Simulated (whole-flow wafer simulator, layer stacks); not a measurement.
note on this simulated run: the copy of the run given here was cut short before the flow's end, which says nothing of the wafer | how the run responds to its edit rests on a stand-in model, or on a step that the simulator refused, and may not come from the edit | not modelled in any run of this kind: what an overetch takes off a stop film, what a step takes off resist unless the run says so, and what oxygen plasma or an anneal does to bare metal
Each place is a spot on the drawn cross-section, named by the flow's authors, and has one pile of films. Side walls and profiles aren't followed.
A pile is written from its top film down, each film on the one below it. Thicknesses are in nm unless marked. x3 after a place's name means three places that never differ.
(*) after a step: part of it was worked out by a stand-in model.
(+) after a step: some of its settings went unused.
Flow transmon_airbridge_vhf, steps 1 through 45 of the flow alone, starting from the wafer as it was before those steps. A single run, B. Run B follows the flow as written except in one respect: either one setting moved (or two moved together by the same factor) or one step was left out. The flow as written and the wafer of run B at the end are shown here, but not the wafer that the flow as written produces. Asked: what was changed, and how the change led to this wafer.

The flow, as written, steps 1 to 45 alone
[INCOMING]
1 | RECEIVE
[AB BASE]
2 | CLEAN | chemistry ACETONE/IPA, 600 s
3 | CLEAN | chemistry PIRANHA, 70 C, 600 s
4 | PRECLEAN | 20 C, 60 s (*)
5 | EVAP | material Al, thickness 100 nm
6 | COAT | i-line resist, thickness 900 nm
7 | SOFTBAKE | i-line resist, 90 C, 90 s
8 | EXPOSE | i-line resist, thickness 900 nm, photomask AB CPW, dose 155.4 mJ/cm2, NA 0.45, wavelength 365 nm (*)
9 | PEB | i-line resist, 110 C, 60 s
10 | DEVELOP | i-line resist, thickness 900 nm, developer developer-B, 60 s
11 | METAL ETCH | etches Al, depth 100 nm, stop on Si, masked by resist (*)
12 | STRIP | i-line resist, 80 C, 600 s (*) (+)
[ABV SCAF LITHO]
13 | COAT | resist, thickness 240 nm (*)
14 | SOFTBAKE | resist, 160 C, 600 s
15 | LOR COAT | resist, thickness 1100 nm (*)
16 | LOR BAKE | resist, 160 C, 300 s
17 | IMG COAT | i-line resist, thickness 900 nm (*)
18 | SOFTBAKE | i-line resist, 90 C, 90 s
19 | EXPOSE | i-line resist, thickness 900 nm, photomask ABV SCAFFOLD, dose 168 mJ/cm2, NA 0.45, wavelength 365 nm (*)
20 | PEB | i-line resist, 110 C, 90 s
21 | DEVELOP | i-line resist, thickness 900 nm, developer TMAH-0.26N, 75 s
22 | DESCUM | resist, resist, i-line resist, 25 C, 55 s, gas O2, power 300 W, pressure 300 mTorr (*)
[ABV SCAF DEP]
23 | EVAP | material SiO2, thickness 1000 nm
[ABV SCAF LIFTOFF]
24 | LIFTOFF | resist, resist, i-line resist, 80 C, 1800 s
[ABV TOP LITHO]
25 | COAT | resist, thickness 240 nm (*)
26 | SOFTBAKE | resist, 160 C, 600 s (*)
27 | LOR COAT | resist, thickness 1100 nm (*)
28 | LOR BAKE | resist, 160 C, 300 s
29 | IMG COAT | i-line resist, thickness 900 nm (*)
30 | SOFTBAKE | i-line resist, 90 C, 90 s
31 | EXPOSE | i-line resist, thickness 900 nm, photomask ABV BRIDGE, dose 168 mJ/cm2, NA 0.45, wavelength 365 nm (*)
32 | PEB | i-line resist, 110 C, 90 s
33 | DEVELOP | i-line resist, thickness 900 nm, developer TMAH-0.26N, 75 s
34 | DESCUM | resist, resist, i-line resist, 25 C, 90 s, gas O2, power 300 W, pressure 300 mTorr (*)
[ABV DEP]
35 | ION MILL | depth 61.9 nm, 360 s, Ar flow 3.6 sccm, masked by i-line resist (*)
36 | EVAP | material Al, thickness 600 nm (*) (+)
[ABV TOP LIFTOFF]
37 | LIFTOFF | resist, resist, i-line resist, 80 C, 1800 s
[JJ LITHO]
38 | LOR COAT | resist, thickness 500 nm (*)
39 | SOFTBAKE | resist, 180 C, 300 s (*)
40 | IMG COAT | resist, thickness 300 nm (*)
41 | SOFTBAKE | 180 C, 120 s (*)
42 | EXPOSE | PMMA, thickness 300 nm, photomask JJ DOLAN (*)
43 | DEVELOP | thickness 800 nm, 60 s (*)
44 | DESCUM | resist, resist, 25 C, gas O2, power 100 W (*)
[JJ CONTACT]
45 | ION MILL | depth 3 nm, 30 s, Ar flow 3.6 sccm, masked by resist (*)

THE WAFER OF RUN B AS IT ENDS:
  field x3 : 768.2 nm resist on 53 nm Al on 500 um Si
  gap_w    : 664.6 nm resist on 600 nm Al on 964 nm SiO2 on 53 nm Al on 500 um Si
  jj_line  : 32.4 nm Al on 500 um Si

What caused this: step 5, EVAP: thickness 153 nm was run, while the flow as written has thickness 100 nm.

How this came from the change, step by step:
  5 | EVAP | material Al, thickness 100 nm
      field x3, jj_line, ground_far and 12 more: +153 Al (new film) (it would be, as written: +100 Al (new film))
  11 | METAL ETCH | etches Al, depth 100 nm, stop on Si, masked by resist (*)
      field x3, jj_line, gap_w, gap_e: -100 Al (it would be, as written: -100 Al (all of it))
  45 | ION MILL | depth 3 nm, 30 s, Ar flow 3.6 sccm, masked by resist (*)
      jj_line: -20.6 Al (it would be, as written: -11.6 Si)
If metal films that touch count as one body, field x3 has 1 body; the flow as written gives 0 bodies.
If metal films that touch count as one body, gap_w has 2 bodies (between them, from the top down: SiO2 964); the flow as written gives 1 body.
If metal films that touch count as one body, jj_line has 1 body; the flow as written gives 0 bodies.
